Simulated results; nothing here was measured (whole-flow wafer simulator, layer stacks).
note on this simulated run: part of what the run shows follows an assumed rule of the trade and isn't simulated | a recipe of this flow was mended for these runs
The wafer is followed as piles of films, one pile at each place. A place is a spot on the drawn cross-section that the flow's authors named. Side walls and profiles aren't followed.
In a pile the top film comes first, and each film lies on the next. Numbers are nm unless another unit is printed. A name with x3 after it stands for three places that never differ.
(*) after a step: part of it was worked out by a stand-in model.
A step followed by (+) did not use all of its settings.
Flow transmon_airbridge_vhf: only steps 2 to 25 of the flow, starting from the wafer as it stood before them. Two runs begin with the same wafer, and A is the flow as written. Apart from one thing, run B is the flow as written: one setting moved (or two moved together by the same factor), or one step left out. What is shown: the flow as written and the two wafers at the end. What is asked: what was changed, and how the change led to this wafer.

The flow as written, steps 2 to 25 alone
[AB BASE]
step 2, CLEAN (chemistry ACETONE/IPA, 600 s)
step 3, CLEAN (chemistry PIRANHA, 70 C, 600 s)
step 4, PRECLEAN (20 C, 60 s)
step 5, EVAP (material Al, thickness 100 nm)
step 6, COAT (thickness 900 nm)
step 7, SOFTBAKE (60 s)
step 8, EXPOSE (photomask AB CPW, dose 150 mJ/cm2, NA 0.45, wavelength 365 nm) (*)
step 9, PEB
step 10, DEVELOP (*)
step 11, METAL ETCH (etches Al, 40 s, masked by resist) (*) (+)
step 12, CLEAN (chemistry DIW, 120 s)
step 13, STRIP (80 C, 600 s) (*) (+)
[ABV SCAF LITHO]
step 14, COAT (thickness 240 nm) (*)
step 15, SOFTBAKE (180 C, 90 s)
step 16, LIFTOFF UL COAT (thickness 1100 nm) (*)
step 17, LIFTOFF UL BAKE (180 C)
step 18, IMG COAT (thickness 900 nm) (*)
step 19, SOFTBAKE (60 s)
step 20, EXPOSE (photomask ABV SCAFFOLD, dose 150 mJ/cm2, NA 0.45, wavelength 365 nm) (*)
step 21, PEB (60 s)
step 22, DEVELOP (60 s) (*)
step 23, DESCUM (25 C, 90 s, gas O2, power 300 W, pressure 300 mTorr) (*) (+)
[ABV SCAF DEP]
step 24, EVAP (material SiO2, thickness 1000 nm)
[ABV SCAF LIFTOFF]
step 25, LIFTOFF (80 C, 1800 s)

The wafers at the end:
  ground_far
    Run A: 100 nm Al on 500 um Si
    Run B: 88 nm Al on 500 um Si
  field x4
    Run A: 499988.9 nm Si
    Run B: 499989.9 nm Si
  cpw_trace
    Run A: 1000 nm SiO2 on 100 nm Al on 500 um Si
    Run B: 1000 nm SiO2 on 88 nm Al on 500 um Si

The reason: step 5, EVAP: thickness 88 nm was run, though the flow has thickness 100 nm; step 11, METAL ETCH: 35 s was run, where the flow has 40 s.
The wafer itself shows it: ground_far has Al 88, and step 5 as written asks for 100 nm.

The path from the change to this, step by step:
  step 5, EVAP (material Al, thickness 100 nm)
      field x4, ground_far, pad_w x2, flank_w x2, gap_w x2, cpw_trace, trace_open_s x2, margin_s x3: A +100 Al (new film) | B +88 Al (new film)
  step 11, METAL ETCH (etches Al, 40 s, masked by resist) (*) (+)
      ground_far, pad_w x2, flank_w x2, cpw_trace, trace_open_s x2, margin_s x3: A -60 i-line-resist | B -52.5 i-line-resist
      field x4, gap_w x2: A -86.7 Al (all of it), -11.1 Si | B -74.7 Al (all of it), -10.1 Si
